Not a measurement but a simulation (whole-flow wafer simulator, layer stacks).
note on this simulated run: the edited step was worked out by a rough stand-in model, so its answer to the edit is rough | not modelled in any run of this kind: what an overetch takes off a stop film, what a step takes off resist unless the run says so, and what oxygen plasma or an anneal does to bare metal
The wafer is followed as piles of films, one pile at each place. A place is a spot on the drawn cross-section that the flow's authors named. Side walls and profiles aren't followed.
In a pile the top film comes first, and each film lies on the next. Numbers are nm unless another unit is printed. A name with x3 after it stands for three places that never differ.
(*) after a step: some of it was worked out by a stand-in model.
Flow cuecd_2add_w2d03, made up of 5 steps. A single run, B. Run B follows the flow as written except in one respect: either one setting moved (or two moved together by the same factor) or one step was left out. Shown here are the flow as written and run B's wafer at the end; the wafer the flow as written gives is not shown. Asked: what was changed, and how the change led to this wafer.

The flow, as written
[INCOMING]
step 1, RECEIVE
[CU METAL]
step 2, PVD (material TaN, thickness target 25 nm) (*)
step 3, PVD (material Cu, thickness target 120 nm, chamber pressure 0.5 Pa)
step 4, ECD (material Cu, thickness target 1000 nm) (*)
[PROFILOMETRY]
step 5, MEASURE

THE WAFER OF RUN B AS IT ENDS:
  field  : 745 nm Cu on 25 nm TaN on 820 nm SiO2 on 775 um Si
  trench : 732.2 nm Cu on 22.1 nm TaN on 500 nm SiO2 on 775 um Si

The reason: step 4, ECD: thickness target 625 nm was run, though the flow has thickness target 1000 nm.

The path from the change to this, step by step:
  step 4, ECD (material Cu, thickness target 1000 nm) (*)
      field, trench: Cu gains 625 (it would be, as written: Cu gains 1000)
